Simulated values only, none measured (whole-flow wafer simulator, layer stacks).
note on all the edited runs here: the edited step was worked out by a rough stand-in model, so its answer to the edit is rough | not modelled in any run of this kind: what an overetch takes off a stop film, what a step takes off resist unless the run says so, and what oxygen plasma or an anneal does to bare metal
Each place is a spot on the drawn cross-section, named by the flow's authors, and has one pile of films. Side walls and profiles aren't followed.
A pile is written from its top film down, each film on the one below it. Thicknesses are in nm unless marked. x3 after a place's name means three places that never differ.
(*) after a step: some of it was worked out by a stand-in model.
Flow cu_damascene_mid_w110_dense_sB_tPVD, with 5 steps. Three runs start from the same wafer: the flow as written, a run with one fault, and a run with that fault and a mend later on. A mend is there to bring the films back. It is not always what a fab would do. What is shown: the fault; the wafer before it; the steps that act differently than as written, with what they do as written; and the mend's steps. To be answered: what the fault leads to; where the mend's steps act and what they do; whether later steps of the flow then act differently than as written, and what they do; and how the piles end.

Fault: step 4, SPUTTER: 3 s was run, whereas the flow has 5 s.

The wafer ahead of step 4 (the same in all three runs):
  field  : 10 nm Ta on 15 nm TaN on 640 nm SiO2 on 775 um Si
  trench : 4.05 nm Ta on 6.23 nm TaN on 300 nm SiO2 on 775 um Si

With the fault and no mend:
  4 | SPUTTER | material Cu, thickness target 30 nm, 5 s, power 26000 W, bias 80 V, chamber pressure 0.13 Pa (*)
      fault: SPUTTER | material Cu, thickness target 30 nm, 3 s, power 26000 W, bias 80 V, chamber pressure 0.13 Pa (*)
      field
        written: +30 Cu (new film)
        fault: +18 Cu (new film)
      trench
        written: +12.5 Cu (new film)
        fault: +7.49 Cu (new film)
  None of the later steps of the flow differs from how it acts as written, at any place that is followed, by more than 2% or 0.5 nm, whichever is larger.
  By the end, the piles at field, trench depart from the flow's by more than 2% or 0.5 nm, whichever is larger.
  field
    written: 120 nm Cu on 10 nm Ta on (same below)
    fault: 108 nm Cu on 10 nm Ta on (same below)
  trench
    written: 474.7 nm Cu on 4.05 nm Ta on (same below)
    fault: 462.7 nm Cu on 4.05 nm Ta on (same below)

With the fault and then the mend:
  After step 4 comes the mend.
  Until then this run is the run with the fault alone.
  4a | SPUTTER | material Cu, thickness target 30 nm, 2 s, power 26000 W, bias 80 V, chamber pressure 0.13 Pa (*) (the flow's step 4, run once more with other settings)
      field
        +12 Cu
      trench
        +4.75 Cu
  None of the later steps of the flow differs from how it acts as written, at any place that is followed, by more than 2% or 0.5 nm, whichever is larger.
  The piles end the same as the flow's at every place that both follow.
